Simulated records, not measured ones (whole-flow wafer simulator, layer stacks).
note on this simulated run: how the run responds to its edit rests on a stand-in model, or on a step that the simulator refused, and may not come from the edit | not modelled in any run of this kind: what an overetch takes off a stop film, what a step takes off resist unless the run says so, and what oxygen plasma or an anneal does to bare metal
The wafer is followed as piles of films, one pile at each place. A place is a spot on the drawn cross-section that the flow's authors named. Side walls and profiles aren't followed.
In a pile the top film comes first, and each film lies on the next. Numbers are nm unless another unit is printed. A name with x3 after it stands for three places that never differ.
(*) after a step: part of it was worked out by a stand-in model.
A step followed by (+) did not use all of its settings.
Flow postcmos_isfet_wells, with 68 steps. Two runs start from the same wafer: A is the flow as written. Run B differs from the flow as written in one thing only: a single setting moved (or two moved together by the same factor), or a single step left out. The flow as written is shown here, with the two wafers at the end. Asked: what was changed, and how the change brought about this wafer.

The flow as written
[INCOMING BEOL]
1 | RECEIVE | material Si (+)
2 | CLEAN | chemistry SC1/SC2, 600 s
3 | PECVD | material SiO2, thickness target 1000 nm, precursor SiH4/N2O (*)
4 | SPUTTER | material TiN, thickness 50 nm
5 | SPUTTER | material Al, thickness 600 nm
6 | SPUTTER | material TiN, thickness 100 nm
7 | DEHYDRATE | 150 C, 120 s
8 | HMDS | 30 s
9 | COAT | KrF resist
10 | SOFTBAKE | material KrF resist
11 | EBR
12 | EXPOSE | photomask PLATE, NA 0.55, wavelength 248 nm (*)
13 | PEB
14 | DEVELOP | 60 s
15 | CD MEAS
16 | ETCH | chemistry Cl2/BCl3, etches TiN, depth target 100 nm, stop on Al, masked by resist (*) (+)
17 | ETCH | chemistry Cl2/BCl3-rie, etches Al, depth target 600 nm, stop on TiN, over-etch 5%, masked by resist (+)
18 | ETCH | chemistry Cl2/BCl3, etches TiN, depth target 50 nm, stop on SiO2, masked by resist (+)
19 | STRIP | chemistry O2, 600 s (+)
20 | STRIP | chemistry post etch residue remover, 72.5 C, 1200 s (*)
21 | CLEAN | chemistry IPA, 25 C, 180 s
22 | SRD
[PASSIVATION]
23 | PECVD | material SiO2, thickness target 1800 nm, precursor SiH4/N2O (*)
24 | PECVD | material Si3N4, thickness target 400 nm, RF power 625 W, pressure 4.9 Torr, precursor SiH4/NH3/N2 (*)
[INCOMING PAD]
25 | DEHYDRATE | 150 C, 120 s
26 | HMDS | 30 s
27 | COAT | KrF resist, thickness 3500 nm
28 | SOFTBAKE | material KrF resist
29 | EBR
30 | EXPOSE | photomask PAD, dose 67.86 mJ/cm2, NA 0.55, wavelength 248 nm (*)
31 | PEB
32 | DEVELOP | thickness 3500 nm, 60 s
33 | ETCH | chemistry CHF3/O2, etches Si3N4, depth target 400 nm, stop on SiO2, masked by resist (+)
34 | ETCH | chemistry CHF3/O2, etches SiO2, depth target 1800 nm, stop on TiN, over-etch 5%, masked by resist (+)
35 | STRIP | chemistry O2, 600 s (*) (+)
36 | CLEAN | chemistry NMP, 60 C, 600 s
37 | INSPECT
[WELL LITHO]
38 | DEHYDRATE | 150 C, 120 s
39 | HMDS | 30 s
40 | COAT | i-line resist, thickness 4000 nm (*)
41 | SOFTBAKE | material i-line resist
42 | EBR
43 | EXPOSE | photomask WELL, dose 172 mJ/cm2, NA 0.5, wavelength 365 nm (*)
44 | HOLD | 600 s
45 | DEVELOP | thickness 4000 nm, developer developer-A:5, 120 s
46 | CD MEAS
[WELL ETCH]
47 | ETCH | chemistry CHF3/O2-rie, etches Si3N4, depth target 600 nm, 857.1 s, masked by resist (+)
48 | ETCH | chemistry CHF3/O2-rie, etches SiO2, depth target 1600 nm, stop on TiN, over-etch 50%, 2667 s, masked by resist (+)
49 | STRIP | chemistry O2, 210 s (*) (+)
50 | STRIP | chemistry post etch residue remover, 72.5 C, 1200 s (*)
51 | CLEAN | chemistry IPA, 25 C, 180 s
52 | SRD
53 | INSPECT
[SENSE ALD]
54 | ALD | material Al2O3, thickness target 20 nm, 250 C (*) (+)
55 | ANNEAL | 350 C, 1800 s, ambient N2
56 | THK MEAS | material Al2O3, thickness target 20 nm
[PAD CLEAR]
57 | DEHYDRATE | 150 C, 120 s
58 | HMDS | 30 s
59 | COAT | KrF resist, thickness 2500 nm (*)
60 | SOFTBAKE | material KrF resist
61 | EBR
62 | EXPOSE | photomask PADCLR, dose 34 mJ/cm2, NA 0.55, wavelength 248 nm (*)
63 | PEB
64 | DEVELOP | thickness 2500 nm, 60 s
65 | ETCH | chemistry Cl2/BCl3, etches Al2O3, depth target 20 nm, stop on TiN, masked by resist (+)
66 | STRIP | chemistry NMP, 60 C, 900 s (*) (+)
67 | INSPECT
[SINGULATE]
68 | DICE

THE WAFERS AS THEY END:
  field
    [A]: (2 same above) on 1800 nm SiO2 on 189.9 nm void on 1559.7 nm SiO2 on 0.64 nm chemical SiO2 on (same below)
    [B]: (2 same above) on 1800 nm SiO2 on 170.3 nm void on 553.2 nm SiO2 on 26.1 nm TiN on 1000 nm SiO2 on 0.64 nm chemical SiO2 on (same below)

The reason: step 18, ETCH: depth target 23.5 nm was run, while the flow as written has depth target 50 nm.

The path from the change to this, step by step:
  18 | ETCH | chemistry Cl2/BCl3, etches TiN, depth target 50 nm, stop on SiO2, masked by resist (+)
      field: A TiN loses 50 (all of it) | B TiN loses 23.5
      margin, well900, well1300 x3, pad_rim, pad_clr, pad_open: A KrF resist loses 20 | B KrF resist loses 9.4
  23 | PECVD | material SiO2, thickness target 1800 nm, precursor SiH4/N2O (*)
      field: A SiO2 gains 1800 (new film), void gains 189.9 (new film), SiO2 gains 559.7 | B SiO2 gains 1800 (new film), void gains 170.3 (new film), SiO2 gains 553.2 (new film)
With metal films that touch counted as one body, field has 1 body; the flow as written gives 0 bodies.
